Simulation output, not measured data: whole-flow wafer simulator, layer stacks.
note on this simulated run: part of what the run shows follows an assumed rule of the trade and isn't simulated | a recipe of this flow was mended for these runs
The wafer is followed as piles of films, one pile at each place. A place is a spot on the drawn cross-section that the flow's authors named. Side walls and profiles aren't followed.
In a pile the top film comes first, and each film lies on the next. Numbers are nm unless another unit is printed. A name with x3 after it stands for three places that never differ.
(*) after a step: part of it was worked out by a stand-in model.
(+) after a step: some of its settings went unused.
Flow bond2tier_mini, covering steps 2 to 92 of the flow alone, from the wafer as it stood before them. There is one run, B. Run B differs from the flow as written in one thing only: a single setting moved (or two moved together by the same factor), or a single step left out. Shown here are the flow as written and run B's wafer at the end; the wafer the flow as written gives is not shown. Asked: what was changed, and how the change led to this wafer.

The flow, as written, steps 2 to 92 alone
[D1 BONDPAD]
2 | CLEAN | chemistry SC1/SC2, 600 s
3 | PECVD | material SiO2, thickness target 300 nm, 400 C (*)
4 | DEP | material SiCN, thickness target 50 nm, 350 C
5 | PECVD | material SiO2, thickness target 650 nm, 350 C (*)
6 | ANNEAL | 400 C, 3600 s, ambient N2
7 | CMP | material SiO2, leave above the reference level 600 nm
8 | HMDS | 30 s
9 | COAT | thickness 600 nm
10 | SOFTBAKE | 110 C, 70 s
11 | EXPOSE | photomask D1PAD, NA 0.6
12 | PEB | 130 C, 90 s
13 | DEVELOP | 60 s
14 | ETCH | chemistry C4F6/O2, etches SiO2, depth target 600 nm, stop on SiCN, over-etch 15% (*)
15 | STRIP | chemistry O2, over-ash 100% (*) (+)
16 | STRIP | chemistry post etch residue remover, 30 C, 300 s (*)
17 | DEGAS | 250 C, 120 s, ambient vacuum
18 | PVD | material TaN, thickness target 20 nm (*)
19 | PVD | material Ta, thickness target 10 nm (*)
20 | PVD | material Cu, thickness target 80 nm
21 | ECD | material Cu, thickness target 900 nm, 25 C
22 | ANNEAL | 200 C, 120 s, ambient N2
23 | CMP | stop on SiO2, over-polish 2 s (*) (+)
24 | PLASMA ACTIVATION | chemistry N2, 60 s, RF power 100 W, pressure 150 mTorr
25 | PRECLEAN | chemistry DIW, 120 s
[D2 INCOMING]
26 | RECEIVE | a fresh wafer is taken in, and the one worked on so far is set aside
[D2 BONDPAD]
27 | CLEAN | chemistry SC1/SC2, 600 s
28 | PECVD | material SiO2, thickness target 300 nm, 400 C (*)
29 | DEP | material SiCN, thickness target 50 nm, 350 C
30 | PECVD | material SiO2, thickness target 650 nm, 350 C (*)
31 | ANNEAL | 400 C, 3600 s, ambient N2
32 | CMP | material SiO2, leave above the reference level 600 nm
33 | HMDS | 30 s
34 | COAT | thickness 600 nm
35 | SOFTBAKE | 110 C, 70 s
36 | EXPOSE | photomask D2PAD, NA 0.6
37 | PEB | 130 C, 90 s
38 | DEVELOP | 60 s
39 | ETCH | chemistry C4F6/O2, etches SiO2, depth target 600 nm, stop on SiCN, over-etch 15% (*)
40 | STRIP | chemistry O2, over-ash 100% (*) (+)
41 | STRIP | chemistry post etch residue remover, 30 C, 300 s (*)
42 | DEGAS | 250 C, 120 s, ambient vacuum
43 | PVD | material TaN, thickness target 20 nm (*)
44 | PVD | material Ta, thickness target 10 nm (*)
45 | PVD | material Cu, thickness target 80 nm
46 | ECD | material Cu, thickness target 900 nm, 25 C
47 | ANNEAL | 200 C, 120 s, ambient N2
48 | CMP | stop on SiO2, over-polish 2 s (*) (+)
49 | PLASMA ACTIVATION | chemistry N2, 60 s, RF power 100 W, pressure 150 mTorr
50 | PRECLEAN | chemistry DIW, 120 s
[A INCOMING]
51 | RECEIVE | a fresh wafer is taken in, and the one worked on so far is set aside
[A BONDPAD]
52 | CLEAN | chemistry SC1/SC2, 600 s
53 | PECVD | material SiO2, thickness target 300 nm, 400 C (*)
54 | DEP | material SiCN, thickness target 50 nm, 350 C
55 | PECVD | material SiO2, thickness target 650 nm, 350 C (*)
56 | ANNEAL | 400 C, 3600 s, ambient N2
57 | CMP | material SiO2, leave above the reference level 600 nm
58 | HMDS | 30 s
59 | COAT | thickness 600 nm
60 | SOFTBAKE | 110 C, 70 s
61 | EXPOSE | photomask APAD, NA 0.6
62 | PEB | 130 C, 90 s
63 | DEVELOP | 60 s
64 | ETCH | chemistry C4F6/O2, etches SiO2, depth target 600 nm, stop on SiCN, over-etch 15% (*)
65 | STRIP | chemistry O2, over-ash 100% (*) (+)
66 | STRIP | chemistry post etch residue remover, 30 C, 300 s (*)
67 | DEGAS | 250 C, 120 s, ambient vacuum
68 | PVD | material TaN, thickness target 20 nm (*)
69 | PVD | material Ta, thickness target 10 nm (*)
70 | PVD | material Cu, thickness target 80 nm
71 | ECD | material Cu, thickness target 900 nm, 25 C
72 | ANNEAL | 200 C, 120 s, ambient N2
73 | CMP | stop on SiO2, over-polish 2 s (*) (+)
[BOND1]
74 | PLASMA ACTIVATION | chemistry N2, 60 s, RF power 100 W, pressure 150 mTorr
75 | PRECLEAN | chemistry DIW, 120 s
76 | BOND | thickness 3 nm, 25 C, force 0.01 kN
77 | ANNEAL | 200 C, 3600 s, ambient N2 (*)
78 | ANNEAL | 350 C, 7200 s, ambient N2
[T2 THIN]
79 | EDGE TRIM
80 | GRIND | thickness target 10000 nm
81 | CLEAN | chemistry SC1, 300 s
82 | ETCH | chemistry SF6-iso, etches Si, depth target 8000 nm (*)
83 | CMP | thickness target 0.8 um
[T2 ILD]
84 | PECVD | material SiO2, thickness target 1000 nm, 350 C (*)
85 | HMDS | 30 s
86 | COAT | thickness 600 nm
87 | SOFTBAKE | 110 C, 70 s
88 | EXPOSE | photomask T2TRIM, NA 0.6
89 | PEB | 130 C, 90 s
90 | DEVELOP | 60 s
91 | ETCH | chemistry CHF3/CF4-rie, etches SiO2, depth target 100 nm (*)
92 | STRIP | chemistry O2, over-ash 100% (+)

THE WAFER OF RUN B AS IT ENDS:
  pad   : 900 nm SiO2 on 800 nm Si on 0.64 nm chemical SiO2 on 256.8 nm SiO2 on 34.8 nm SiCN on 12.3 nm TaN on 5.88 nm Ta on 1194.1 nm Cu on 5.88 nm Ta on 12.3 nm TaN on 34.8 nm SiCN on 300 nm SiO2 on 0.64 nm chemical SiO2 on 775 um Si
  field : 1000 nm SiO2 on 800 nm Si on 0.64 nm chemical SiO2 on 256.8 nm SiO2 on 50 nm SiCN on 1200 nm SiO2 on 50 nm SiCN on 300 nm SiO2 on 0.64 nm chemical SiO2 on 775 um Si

Cause: step 3, PECVD: thickness target 256.8 nm was run, while the flow as written has thickness target 300 nm.
One can read it off the wafer: pad has SiO2 256.8, and step 3 as written asks for 300 nm.

The path from the change to this, step by step:
  3 | PECVD | material SiO2, thickness target 300 nm, 400 C (*)
      field, pad, via: +256.8 SiO2 (new film) (in the flow as written it would be: +300 SiO2 (new film))
  76 | BOND | thickness 3 nm, 25 C, force 0.01 kN
      field: +775 um Si (new film), +0.64 chemical SiO2 (new film), +256.8 SiO2 (new film), +50 SiCN (new film), +600 SiO2 (in the flow as written it would be: +775 um Si (new film), +0.64 chemical SiO2 (new film), +300 SiO2 (new film), +50 SiCN (new film), +600 SiO2)
      pad: +775 um Si (new film), +0.64 chemical SiO2 (new film), +256.8 SiO2 (new film), +34.8 SiCN (new film), +12.3 TaN (new film), +5.88 Ta (new film), +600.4 Cu (in the flow as written it would be: +775 um Si (new film), +0.64 chemical SiO2 (new film), +300 SiO2 (new film), +34.8 SiCN (new film), +12.3 TaN (new film), +5.88 Ta (new film), +600.4 Cu)
      (and at 1 other place as well)
